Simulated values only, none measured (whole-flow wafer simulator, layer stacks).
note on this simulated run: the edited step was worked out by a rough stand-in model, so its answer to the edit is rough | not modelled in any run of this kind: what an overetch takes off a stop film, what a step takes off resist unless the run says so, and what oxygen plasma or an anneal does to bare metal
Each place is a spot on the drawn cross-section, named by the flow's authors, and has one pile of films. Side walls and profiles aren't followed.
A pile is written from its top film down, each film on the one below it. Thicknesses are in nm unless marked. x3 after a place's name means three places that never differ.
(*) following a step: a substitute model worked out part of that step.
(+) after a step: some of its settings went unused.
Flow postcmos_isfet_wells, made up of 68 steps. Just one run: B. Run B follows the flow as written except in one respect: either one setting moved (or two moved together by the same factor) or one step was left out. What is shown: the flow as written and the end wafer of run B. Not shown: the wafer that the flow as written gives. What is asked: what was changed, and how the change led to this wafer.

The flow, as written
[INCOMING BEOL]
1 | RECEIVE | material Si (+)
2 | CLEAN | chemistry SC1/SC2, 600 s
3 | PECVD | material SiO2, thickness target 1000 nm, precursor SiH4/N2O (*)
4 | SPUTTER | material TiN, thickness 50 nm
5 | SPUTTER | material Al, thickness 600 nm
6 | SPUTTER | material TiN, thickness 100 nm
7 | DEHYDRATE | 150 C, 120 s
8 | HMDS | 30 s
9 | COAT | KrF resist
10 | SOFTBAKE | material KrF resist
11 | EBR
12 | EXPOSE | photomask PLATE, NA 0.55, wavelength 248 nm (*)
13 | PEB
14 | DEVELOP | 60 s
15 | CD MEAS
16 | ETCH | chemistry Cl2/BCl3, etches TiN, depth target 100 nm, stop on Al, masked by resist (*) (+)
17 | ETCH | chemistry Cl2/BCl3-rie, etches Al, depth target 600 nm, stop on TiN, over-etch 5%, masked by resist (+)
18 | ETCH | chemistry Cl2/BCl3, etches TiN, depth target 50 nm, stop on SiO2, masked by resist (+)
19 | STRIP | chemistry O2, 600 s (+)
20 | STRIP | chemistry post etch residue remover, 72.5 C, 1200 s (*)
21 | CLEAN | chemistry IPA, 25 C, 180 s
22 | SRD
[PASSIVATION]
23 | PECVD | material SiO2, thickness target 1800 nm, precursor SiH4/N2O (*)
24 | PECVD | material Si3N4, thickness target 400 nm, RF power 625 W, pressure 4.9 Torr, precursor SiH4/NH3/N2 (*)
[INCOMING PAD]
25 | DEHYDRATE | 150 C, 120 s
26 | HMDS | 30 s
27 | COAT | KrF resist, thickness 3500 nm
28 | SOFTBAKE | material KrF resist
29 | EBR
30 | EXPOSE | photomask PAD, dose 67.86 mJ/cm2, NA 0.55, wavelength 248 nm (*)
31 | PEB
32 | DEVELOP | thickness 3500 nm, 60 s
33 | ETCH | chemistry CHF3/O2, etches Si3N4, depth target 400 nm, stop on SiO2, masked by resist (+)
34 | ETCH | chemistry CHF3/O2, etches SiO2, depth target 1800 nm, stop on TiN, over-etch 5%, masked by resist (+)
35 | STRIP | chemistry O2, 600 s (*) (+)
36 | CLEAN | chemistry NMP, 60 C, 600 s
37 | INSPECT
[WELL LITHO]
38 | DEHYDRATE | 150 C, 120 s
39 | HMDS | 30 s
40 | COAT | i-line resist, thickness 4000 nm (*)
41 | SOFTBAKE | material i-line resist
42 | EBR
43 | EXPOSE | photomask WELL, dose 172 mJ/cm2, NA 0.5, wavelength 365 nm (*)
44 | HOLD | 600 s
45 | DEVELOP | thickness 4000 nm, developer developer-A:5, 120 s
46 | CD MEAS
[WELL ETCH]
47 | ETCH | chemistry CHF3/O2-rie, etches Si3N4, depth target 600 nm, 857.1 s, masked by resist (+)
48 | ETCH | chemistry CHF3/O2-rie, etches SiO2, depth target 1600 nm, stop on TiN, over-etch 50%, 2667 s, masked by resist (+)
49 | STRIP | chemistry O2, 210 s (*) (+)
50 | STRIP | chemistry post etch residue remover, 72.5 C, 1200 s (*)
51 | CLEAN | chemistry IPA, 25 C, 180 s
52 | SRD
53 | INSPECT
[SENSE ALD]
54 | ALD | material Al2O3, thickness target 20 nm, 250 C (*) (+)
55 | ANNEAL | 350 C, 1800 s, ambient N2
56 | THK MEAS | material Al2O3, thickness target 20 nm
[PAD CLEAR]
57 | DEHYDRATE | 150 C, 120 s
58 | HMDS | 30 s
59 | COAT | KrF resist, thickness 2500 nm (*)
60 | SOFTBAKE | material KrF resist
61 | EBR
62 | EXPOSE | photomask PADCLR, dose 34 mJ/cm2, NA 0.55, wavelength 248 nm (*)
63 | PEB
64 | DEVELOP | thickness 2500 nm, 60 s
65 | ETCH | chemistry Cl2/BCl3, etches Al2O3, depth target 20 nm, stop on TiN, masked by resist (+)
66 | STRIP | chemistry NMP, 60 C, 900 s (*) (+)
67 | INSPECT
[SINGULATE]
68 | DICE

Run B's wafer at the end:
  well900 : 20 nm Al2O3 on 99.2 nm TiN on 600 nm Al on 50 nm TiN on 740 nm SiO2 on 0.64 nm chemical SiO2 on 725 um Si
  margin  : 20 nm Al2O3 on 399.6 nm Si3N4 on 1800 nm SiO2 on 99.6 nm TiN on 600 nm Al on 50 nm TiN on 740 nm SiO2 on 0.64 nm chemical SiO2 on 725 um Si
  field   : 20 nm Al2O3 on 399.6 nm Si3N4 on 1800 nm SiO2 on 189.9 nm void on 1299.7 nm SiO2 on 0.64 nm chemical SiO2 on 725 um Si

Cause: step 3, PECVD: thickness target 740 nm was run, while the flow as written has thickness target 1000 nm.
The wafer lets one read it off: well900 has SiO2 740, and step 3 as written asks for 1000 nm.

How this came from the change, step by step:
  3 | PECVD | material SiO2, thickness target 1000 nm, precursor SiH4/N2O (*)
      field, margin, well900, well1300 x3, pad_rim, pad_clr, pad_open: SiO2 gains 740 (new film) (in the flow as written it would be: SiO2 gains 1000 (new film))
